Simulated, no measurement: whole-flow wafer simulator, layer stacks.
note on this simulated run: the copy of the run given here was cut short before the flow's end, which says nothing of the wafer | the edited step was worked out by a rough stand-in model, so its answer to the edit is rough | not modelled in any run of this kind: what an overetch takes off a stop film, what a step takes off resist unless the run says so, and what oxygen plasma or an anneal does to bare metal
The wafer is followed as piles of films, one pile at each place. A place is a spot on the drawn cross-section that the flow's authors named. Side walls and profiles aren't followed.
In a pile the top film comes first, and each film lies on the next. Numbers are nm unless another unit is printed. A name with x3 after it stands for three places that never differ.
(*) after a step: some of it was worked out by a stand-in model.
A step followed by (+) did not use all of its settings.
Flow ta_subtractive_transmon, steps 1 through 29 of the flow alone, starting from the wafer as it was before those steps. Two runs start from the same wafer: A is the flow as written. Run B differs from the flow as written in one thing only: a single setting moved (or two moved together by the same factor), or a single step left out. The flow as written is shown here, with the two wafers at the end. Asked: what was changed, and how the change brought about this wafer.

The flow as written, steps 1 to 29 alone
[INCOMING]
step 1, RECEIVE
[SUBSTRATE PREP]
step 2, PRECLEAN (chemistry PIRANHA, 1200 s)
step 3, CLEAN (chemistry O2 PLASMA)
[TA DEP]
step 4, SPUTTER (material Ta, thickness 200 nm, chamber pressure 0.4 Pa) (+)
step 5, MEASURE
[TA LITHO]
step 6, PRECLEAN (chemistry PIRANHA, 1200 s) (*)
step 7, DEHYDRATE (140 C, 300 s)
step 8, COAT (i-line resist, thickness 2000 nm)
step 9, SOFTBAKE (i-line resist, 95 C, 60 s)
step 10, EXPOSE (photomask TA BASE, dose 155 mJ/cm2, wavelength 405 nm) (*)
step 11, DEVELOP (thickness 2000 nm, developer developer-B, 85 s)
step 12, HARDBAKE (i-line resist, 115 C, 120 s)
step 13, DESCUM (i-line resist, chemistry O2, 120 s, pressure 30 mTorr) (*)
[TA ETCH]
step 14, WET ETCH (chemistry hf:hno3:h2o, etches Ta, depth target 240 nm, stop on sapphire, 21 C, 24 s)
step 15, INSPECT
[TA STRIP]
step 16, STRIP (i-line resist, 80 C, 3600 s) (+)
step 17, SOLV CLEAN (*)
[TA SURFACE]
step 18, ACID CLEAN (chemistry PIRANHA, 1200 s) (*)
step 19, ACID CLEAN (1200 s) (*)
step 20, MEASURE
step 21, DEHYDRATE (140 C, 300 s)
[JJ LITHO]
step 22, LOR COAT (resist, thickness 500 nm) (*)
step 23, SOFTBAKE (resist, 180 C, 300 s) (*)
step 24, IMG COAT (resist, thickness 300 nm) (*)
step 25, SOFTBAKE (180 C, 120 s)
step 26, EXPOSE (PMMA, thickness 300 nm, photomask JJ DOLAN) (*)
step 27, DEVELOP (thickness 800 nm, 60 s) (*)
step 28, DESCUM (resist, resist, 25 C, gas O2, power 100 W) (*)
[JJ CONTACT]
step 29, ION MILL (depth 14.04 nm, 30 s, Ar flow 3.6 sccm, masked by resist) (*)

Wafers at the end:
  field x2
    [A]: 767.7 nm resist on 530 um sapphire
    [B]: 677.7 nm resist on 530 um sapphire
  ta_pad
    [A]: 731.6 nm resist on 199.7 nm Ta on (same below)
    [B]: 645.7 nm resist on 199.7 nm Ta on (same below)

Cause: step 24, IMG COAT: thickness 210 nm was run, though the flow has thickness 300 nm.

Step by step, how the change led to this:
  step 24, IMG COAT (resist, thickness 300 nm) (*)
      field x2, jj_line: A resist gains 300 | B resist gains 210
      lead: A resist gains 312.6 | B resist gains 220
      (and at 2 other places as well)
  step 27, DEVELOP (thickness 800 nm, 60 s) (*)
      jj_line: A resist loses 800 (all of it) | B resist loses 710 (all of it)
      lead: A resist loses 867.4 (all of it) | B resist loses 774.8 (all of it)
      (and at 1 other place as well)
